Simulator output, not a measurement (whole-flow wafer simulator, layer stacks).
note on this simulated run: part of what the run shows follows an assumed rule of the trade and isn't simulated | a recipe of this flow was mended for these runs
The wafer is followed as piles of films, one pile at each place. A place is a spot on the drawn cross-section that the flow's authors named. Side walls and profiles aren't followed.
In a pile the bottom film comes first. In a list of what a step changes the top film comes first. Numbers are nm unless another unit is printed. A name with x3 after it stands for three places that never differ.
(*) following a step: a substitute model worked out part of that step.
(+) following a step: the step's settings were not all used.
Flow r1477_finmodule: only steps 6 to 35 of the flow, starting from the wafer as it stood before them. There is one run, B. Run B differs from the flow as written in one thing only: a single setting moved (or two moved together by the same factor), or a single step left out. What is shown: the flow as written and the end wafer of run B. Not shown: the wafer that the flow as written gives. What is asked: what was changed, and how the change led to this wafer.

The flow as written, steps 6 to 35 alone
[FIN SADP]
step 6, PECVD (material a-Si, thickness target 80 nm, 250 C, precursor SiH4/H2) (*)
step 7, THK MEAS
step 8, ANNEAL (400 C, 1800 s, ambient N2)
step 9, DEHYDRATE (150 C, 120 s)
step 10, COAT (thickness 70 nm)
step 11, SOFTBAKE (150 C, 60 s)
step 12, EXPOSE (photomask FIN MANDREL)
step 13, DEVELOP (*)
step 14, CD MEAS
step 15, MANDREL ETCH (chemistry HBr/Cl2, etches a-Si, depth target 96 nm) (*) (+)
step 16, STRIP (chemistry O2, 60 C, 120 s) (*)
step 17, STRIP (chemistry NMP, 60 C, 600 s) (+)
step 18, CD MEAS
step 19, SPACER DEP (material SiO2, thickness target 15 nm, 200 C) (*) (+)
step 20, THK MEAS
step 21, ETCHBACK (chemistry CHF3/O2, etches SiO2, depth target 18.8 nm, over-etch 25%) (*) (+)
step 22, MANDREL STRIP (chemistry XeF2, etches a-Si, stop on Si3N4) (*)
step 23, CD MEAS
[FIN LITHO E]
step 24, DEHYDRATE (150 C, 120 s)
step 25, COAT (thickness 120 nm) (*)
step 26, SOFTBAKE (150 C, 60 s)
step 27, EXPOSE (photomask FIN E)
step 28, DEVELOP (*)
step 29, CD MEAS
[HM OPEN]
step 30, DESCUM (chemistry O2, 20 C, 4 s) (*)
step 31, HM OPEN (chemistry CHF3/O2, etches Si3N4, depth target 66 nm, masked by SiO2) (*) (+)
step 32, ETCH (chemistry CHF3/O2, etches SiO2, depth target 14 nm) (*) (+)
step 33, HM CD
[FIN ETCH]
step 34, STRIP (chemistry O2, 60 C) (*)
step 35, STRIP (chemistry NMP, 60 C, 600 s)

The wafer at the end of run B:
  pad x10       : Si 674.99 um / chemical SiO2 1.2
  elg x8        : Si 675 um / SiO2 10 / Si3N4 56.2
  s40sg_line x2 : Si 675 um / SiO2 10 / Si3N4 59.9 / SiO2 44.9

The reason: step 6, PECVD: thickness target 95 nm was run, whereas the flow has thickness target 80 nm.

How this came from the change, step by step:
  step 6, PECVD (material a-Si, thickness target 80 nm, 250 C, precursor SiH4/H2) (*)
      pad x10, elg x8, s40cg x2 and 16 more: +95 a-Si (new film) (as written it would have been: +80 a-Si (new film))
  step 15, MANDREL ETCH (chemistry HBr/Cl2, etches a-Si, depth target 96 nm) (*) (+)
      pad x10, elg x8, s40sg x2, s40sg_line x2, s45sg x2, s45sg_line x2, s50sg x2, s50sg_line x2: -95 a-Si (all of it), -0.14 Si3N4 (as written it would have been: -80 a-Si (all of it), -2.29 Si3N4)
  step 22, MANDREL STRIP (chemistry XeF2, etches a-Si, stop on Si3N4) (*)
      s40cg x2, s45cg x2, s50cg x2: -94 a-Si (all of it) (as written it would have been: -79 a-Si (all of it))
  step 25, COAT (thickness 120 nm) (*)
      s40cg x2: +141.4 e-beam-resist (new film) (as written it would have been: +136.7 e-beam-resist (new film))
      s40sg_line x2: +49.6 e-beam-resist (new film) (as written it would have been: +60 e-beam-resist (new film))
      (as well as at 8 more places)
  step 28, DEVELOP (*)
      s40cg x2: -141.4 e-beam-resist (all of it) (as written it would have been: -136.7 e-beam-resist (all of it))
      s40sg_line x2: -49.6 e-beam-resist (all of it) (as written it would have been: -60 e-beam-resist (all of it))
      (as well as at 8 more places)
  step 31, HM OPEN (chemistry CHF3/O2, etches Si3N4, depth target 66 nm, masked by SiO2) (*) (+)
      pad x10, s40sg x2, s45sg x2, s50sg x2: -56.2 Si3N4 (all of it), -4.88 SiO2 (as written it would have been: -54.1 Si3N4 (all of it), -5.95 SiO2)
  step 32, ETCH (chemistry CHF3/O2, etches SiO2, depth target 14 nm) (*) (+)
      pad x10, s40sg x2, s45sg x2, s50sg x2: -5.12 SiO2 (all of it), -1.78 Si (as written it would have been: -4.05 SiO2 (all of it), -1.99 Si)
